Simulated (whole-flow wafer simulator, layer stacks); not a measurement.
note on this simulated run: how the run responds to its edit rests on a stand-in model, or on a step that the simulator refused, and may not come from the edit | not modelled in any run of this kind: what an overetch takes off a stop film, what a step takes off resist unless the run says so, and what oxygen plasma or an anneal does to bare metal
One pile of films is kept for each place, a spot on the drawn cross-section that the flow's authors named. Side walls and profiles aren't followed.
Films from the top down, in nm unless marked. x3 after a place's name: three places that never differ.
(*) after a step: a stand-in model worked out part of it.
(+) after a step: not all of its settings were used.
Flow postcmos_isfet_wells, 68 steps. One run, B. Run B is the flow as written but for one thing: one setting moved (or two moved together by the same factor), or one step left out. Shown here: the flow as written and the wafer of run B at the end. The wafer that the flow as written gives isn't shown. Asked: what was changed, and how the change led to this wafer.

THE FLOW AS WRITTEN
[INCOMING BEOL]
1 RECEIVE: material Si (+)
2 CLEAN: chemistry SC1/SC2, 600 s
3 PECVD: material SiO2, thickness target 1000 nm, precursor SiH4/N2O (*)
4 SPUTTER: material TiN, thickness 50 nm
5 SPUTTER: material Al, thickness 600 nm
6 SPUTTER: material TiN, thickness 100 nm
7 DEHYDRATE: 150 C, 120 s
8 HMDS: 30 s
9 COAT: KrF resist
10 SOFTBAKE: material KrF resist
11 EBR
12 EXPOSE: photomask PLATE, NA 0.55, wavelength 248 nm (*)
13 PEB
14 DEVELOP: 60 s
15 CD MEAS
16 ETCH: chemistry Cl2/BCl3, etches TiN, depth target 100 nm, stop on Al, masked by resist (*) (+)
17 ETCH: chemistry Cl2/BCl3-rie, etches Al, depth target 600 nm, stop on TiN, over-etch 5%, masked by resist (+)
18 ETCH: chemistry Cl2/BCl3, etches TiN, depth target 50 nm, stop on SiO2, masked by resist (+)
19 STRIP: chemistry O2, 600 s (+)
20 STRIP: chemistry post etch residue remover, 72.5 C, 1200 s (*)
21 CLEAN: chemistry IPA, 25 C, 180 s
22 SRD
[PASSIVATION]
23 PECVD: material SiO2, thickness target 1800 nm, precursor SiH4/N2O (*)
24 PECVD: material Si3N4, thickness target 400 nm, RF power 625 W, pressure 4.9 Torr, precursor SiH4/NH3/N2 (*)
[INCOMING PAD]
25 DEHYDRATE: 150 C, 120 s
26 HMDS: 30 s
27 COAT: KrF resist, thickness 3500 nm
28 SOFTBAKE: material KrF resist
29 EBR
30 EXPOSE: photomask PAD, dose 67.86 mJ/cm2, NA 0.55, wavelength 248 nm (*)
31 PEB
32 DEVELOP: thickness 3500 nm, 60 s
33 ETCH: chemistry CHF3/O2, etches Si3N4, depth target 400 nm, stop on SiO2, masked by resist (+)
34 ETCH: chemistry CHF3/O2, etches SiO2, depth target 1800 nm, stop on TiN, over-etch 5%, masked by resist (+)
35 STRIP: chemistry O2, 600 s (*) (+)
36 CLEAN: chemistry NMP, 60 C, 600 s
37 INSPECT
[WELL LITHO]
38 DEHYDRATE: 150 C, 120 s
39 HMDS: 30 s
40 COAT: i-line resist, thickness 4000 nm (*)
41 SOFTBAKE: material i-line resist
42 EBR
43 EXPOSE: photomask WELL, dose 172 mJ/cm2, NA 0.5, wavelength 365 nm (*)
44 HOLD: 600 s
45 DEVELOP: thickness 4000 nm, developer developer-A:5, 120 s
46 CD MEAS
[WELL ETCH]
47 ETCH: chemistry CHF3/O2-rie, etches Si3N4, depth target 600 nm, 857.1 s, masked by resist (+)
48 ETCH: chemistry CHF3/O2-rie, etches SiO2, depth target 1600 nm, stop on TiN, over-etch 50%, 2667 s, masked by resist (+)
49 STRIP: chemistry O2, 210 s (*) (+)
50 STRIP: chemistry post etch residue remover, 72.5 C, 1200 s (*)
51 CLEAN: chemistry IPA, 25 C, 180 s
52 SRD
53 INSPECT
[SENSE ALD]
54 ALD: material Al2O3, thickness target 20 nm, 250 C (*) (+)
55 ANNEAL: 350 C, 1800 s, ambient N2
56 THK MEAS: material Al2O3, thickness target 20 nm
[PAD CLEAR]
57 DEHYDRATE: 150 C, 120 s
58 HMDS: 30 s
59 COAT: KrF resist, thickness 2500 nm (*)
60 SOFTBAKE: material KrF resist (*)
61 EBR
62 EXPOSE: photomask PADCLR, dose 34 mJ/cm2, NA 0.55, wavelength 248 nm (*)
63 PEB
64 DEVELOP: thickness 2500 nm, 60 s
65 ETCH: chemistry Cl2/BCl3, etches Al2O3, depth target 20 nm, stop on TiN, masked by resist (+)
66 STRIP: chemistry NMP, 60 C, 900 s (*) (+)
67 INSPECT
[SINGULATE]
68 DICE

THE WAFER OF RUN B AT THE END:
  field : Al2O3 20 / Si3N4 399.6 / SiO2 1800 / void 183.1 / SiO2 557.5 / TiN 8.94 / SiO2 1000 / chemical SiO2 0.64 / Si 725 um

The cause: step 18, ETCH: depth target 40.64 nm was run, where the flow has depth target 50 nm.

How the change led to this, step by step:
  18 ETCH: chemistry Cl2/BCl3, etches TiN, depth target 50 nm, stop on SiO2, masked by resist (+)
      field: TiN -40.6 (as written it would be: TiN -50 (all of it))
      margin, well900, well1300, well2000, well3000, pad_rim, pad_clr, pad_open: KrF resist -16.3 (as written it would be: KrF resist -20)
  23 PECVD: material SiO2, thickness target 1800 nm, precursor SiH4/N2O (*)
      field: SiO2 +1800 (new film), void +183.1 (new film), SiO2 +557.5 (new film) (as written it would be: SiO2 +1800 (new film), void +189.9 (new film), SiO2 +559.7)
Counting metal films that touch as one body, field has 1 body; the flow as written gives 0 bodies.
